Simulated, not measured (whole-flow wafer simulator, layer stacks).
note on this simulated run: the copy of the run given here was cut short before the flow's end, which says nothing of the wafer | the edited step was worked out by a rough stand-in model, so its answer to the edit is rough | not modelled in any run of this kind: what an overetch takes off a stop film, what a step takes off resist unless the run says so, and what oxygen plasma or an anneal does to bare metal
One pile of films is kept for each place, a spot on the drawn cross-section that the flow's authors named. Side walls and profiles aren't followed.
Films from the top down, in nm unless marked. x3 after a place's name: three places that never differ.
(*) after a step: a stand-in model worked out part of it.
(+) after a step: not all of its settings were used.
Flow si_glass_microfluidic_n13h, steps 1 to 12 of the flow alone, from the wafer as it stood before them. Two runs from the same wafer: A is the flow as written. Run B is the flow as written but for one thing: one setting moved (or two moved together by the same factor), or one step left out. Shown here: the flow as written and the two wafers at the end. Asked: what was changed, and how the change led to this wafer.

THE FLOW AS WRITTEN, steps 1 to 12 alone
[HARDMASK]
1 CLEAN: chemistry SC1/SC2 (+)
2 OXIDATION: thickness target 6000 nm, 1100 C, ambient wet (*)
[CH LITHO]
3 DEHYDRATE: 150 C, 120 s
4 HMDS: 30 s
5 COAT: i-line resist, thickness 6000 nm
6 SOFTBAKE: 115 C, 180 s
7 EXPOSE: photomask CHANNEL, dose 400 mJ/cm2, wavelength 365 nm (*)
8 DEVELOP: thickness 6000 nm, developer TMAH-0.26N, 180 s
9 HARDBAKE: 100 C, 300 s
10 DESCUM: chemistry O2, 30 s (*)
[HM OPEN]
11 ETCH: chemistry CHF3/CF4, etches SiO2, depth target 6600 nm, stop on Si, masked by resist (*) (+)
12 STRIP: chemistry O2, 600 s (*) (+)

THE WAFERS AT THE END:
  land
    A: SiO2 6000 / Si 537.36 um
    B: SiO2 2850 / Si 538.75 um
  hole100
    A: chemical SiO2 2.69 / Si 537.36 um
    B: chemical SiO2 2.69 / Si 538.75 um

The cause: step 2, OXIDATION: thickness target 2850 nm was run, where the flow has thickness target 6000 nm.
It can be read off the wafer: land has SiO2 2850, and step 2 as written asks for 6000 nm.

How the change led to this, step by step:
  2 OXIDATION: thickness target 6000 nm, 1100 C, ambient wet (*)
      land, hole100: A SiO2 +6000 (new film), chemical SiO2 -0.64 (all of it), Si -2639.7 | B SiO2 +2850 (new film), chemical SiO2 -0.64 (all of it), Si -1253.7
  11 ETCH: chemistry CHF3/CF4, etches SiO2, depth target 6600 nm, stop on Si, masked by resist (*) (+)
      land: A i-line resist -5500 | B i-line resist -3562.5
      hole100: A SiO2 -6000 (all of it) | B SiO2 -2850 (all of it)
  12 STRIP: chemistry O2, 600 s (*) (+)
      land: A i-line resist -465 (all of it) | B i-line resist -2402.5 (all of it)
